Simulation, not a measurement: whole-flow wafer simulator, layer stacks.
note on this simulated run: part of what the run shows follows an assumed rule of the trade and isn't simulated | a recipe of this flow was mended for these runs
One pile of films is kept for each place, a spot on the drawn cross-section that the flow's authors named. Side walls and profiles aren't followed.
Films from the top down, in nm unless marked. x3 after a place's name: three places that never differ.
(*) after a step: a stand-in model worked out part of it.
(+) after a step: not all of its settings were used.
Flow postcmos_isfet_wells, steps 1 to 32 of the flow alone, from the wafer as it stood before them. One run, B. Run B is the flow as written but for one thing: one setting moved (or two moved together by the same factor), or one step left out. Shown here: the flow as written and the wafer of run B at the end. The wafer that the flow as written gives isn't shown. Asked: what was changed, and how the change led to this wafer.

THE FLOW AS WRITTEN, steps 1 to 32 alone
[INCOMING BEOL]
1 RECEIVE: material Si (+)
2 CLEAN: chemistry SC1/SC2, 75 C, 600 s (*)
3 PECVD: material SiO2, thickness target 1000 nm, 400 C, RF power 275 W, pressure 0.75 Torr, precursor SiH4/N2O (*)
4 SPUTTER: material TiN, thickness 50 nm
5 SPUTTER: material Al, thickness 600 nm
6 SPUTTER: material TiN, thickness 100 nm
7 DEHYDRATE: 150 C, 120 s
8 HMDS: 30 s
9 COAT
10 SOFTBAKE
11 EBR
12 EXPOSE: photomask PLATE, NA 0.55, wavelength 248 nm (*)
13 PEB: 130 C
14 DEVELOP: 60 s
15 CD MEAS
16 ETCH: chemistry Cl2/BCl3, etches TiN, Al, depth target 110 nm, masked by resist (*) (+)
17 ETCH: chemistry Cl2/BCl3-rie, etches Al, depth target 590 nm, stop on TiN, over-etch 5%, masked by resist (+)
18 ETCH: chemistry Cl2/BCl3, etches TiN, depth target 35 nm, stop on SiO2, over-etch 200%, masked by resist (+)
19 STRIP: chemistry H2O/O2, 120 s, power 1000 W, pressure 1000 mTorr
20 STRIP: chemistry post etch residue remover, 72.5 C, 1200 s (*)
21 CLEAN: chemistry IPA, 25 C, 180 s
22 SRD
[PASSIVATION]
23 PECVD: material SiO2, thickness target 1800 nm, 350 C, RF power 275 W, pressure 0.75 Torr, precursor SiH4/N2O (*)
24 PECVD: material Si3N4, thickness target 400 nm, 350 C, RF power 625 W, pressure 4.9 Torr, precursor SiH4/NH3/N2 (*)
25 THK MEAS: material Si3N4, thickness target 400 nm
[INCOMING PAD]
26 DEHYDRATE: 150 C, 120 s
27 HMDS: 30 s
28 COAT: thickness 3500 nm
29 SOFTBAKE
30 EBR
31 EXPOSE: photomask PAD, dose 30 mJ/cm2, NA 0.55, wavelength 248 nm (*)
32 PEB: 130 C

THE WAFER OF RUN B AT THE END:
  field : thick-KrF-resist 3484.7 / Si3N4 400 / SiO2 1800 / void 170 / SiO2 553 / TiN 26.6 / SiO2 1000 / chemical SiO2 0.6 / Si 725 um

The cause: step 16, ETCH: depth target 55 nm was run, where the flow has depth target 110 nm.

How the change led to this, step by step:
  16 ETCH: chemistry Cl2/BCl3, etches TiN, Al, depth target 110 nm, masked by resist (*) (+)
      field: TiN -55 (as written it would be: TiN -100 (all of it), Al -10)
      margin x8: thick-KrF-resist -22 (as written it would be: thick-KrF-resist -44)
  17 ETCH: chemistry Cl2/BCl3-rie, etches Al, depth target 590 nm, stop on TiN, over-etch 5%, masked by resist (+)
      field: TiN -45 (all of it), Al -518 (as written it would be: Al -590 (all of it), TiN -18.4)
  18 ETCH: chemistry Cl2/BCl3, etches TiN, depth target 35 nm, stop on SiO2, over-etch 200%, masked by resist (+)
      field: Al -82 (all of it), TiN -23 (as written it would be: TiN -31.6 (all of it), SiO2 -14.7)
      margin x8: thick-KrF-resist -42 (as written it would be: thick-KrF-resist -37.9)
  19 STRIP: chemistry H2O/O2, 120 s, power 1000 W, pressure 1000 mTorr
      margin x8: thick-KrF-resist -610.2 (all of it) (as written it would be: thick-KrF-resist -592.4 (all of it))
  23 PECVD: material SiO2, thickness target 1800 nm, 350 C, RF power 275 W, pressure 0.75 Torr, precursor SiH4/N2O (*)
      field: SiO2 +1800 (new film), void +170 (new film), SiO2 +553 (new film) (as written it would be: SiO2 +1800 (new film), void +201.1 (new film), SiO2 +563.2)
Counting metal films that touch as one body, field has 1 body; the flow as written gives 0 bodies.
